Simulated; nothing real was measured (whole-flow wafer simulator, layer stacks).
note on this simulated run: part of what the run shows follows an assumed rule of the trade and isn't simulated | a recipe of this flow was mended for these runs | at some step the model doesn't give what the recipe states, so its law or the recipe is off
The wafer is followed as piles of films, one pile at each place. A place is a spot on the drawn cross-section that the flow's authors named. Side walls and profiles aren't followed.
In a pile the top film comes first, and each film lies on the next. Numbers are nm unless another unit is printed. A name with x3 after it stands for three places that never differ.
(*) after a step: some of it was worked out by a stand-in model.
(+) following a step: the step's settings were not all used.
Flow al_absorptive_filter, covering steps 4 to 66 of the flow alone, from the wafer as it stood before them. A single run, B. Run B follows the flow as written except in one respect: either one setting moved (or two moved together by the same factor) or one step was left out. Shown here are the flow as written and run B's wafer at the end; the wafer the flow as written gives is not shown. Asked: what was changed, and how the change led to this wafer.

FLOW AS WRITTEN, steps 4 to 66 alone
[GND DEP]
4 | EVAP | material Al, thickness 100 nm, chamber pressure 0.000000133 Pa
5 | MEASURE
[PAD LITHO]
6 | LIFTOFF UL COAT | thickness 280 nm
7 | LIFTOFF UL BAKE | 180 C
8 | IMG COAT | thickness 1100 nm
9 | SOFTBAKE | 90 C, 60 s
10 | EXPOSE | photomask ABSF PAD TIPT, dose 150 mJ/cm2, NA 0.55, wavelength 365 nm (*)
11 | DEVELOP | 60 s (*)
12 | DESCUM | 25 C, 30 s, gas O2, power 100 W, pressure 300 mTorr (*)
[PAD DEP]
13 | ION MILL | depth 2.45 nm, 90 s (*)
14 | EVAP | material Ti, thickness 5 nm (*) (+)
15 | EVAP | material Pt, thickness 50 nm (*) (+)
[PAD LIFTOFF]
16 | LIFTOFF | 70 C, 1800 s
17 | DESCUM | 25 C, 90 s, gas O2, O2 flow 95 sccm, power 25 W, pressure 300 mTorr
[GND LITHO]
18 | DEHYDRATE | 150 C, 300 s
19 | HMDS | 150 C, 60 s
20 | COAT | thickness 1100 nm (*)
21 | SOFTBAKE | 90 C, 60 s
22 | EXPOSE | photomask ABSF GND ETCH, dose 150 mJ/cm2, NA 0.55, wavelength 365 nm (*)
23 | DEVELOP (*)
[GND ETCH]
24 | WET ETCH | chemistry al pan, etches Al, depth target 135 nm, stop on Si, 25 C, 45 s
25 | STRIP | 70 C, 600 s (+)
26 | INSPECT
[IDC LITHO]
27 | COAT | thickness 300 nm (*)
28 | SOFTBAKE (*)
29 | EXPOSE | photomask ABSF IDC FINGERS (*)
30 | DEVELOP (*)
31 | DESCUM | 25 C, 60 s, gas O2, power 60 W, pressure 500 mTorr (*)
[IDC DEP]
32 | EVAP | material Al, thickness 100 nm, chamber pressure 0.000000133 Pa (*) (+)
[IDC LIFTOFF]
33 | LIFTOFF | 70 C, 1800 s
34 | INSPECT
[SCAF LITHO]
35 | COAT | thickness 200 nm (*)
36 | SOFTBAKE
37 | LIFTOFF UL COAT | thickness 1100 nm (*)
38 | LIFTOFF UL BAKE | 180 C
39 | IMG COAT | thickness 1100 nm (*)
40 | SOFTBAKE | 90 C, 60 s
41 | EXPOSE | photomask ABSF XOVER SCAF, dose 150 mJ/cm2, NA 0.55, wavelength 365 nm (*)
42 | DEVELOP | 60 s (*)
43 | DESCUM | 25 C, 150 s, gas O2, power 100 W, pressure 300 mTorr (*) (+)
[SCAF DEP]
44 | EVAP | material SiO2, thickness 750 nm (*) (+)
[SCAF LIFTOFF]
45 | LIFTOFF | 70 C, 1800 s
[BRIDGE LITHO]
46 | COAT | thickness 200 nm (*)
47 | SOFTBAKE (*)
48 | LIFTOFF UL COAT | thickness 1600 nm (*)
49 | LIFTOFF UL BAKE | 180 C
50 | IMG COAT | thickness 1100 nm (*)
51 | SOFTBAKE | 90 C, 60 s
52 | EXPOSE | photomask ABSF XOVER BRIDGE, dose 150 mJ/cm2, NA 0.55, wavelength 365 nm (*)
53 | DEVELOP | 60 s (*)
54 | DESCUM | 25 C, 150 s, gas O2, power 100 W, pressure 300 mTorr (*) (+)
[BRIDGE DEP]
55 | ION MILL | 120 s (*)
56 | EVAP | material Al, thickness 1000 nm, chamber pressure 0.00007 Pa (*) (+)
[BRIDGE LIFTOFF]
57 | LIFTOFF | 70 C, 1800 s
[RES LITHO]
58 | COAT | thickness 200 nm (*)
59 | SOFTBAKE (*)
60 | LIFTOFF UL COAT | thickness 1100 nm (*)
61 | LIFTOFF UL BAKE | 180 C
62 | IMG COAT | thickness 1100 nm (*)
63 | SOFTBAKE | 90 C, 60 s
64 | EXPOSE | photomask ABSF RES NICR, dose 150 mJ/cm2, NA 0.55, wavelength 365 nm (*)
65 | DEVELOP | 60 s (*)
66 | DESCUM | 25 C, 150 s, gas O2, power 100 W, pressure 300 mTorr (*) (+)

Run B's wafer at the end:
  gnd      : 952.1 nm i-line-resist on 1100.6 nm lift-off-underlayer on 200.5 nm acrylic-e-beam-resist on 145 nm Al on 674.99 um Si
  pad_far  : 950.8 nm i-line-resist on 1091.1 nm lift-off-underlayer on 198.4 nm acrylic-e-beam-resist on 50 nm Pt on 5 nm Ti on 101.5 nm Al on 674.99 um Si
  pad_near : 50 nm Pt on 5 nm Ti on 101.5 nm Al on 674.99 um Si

What caused this: step 4, EVAP: thickness 145 nm was run, whereas the flow has thickness 100 nm.
The wafer lets one read it off: gnd has Al 145, and step 4 as written asks for 100 nm.

Step by step, how the change led to this:
  4 | EVAP | material Al, thickness 100 nm, chamber pressure 0.000000133 Pa
      gnd, pad_far, pad_near and 11 more: Al gains 145 (new film) (as written it would have been: Al gains 100 (new film))
  24 | WET ETCH | chemistry al pan, etches Al, depth target 135 nm, stop on Si, 25 C, 45 s
      res, xl_gap, idc_field, idc_line, idc_space: Al loses 131.7 (all of it) (as written it would have been: Al loses 86.7 (all of it))
  27 | COAT | thickness 300 nm (*)
      ledge: e-beam-resist gains 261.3 (new film) (as written it would have been: e-beam-resist gains 274.4 (new film))
      res: e-beam-resist gains 370.4 (new film) (as written it would have been: e-beam-resist gains 349.6 (new film))
      (as well as at 2 more places)
  33 | LIFTOFF | 70 C, 1800 s
      ledge: Al loses 100 (all of it), e-beam-resist loses 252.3 (all of it) (as written it would have been: Al loses 100 (all of it), e-beam-resist loses 265.3 (all of it))
      res: Al loses 100 (all of it), e-beam-resist loses 361.4 (all of it) (as written it would have been: Al loses 100 (all of it), e-beam-resist loses 340.6 (all of it))
      (as well as at 2 more places)
  35 | COAT | thickness 200 nm (*)
      ledge: acrylic-e-beam-resist gains 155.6 (new film) (as written it would have been: acrylic-e-beam-resist gains 169.8 (new film))
      res: acrylic-e-beam-resist gains 243 (new film) (as written it would have been: acrylic-e-beam-resist gains 231.4 (new film))
      (as well as at 2 more places)
  43 | DESCUM | 25 C, 150 s, gas O2, power 100 W, pressure 300 mTorr (*) (+)
      gnd, pad_far, pad_near and 7 more: i-line-resist loses 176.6 (as written it would have been: i-line-resist loses 159.6)
      xl_gap: acrylic-e-beam-resist loses 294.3 (all of it) (as written it would have been: acrylic-e-beam-resist loses 265.9 (all of it))
      (as well as at 1 more place)
  45 | LIFTOFF | 70 C, 1800 s
      ledge: SiO2 loses 750 (all of it), i-line-resist loses 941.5 (all of it), lift-off-underlayer loses 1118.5 (all of it), acrylic-e-beam-resist loses 155.6 (all of it) (as written it would have been: SiO2 loses 750 (all of it), i-line-resist loses 952.1 (all of it), lift-off-underlayer loses 1114 (all of it), acrylic-e-beam-resist loses 169.8 (all of it))
      res: SiO2 loses 750 (all of it), i-line-resist loses 947.2 (all of it), lift-off-underlayer loses 1170.6 (all of it), acrylic-e-beam-resist loses 243 (all of it) (as written it would have been: SiO2 loses 750 (all of it), i-line-resist loses 956.3 (all of it), lift-off-underlayer loses 1148.2 (all of it), acrylic-e-beam-resist loses 231.4 (all of it))
  46 | COAT | thickness 200 nm (*)
      ledge: acrylic-e-beam-resist gains 155.6 (new film) (as written it would have been: acrylic-e-beam-resist gains 169.8 (new film))
      res: acrylic-e-beam-resist gains 243 (new film) (as written it would have been: acrylic-e-beam-resist gains 231.4 (new film))
      (as well as at 2 more places)
  54 | DESCUM | 25 C, 150 s, gas O2, power 100 W, pressure 300 mTorr (*) (+)
      xl_gap: acrylic-e-beam-resist loses 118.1 (all of it) (as written it would have been: acrylic-e-beam-resist loses 97.9 (all of it))
      xl_turn: acrylic-e-beam-resist loses 135.3 (all of it) (as written it would have been: acrylic-e-beam-resist loses 141.8 (all of it))
  57 | LIFTOFF | 70 C, 1800 s
      ledge: Al loses 1000 (all of it), i-line-resist loses 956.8 (all of it), lift-off-underlayer loses 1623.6 (all of it), acrylic-e-beam-resist loses 155.6 (all of it) (as written it would have been: Al loses 1000 (all of it), i-line-resist loses 951.7 (all of it), lift-off-underlayer loses 1617.2 (all of it), acrylic-e-beam-resist loses 169.8 (all of it))
      res: Al loses 1000 (all of it), i-line-resist loses 960.3 (all of it), lift-off-underlayer loses 1678 (all of it), acrylic-e-beam-resist loses 243 (all of it) (as written it would have been: Al loses 1000 (all of it), i-line-resist loses 954.3 (all of it), lift-off-underlayer loses 1653.2 (all of it), acrylic-e-beam-resist loses 231.4 (all of it))
  58 | COAT | thickness 200 nm (*)
      ledge: acrylic-e-beam-resist gains 155.6 (new film) (as written it would have been: acrylic-e-beam-resist gains 169.8 (new film))
      res: acrylic-e-beam-resist gains 243 (new film) (as written it would have been: acrylic-e-beam-resist gains 231.4 (new film))
      (as well as at 2 more places)
  60 | LIFTOFF UL COAT | thickness 1100 nm (*)
      xl_gap: lift-off-underlayer gains 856 (new film) (as written it would have been: lift-off-underlayer gains 831.4 (new film))
  66 | DESCUM | 25 C, 150 s, gas O2, power 100 W, pressure 300 mTorr (*) (+)
      gnd, pad_far, xa_field and 8 more: i-line-resist loses 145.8 (as written it would have been: i-line-resist loses 138.9)
      ledge: acrylic-e-beam-resist loses 155.6 (all of it) (as written it would have been: acrylic-e-beam-resist loses 169.8 (all of it))
      (as well as at 1 more place)
